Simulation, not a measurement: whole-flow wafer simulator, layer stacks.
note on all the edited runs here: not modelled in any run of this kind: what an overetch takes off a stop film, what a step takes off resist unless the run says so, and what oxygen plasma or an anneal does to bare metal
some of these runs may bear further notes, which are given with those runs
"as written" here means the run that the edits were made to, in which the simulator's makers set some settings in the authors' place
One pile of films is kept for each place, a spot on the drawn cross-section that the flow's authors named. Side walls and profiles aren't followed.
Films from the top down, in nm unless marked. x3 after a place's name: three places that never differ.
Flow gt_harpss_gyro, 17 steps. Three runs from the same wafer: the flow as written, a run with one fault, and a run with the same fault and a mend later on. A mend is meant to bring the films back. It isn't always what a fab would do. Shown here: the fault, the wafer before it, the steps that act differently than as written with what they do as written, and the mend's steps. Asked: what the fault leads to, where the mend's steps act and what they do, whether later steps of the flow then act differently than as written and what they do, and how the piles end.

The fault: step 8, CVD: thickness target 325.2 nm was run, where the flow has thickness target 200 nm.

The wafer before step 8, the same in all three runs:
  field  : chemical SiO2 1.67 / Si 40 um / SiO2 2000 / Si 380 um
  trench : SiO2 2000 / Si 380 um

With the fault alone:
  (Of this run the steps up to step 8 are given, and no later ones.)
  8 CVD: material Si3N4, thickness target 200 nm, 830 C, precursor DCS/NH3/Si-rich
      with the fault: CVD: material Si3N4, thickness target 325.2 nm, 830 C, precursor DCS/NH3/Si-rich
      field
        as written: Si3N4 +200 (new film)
        with the fault: Si3N4 +325.2 (new film)
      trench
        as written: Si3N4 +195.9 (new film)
        with the fault: Si3N4 +317.6 (new film)
  After step 8 the piles differ from the flow's by more than 2% or 0.5 nm, whichever is larger, at field, trench.
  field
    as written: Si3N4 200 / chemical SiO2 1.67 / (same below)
    with the fault: Si3N4 325.2 / chemical SiO2 1.67 / (same below)
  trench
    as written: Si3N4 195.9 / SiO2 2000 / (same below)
    with the fault: Si3N4 317.6 / SiO2 2000 / (same below)

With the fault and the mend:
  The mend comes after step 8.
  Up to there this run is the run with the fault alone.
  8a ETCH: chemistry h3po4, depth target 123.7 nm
      field, trench
        Si3N4 -123.7
  No later step of the flow acts differently than as written at any place that is followed.
  At the end the piles differ from the flow's only slightly at the places that both follow, by at most 2% or 0.5 nm, whichever is larger.
